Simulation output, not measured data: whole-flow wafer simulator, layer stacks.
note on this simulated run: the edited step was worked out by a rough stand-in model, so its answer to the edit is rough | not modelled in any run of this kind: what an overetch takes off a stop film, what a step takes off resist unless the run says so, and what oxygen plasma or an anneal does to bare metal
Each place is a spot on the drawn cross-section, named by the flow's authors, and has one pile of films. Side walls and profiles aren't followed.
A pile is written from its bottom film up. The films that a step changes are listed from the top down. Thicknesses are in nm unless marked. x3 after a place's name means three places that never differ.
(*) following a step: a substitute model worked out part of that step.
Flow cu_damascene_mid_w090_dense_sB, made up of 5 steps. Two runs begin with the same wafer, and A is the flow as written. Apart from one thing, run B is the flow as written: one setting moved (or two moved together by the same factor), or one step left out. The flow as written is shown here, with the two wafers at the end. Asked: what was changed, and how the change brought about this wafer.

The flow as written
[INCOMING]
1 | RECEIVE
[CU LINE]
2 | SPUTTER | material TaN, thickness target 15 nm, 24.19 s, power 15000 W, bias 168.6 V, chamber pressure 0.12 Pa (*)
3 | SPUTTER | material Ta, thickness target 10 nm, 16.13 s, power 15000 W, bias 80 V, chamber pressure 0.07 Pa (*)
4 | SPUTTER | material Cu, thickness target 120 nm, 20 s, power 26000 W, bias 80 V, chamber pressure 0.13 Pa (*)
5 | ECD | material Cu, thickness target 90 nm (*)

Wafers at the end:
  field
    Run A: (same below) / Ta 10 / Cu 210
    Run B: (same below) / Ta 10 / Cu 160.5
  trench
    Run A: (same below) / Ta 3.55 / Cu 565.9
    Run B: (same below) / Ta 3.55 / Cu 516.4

What caused this: step 5, ECD: thickness target 40.5 nm was run, whereas the flow has thickness target 90 nm.

How this came from the change, step by step:
  5 | ECD | material Cu, thickness target 90 nm (*)
      field: A +90 Cu | B +40.5 Cu
      trench: A +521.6 Cu | B +472.1 Cu
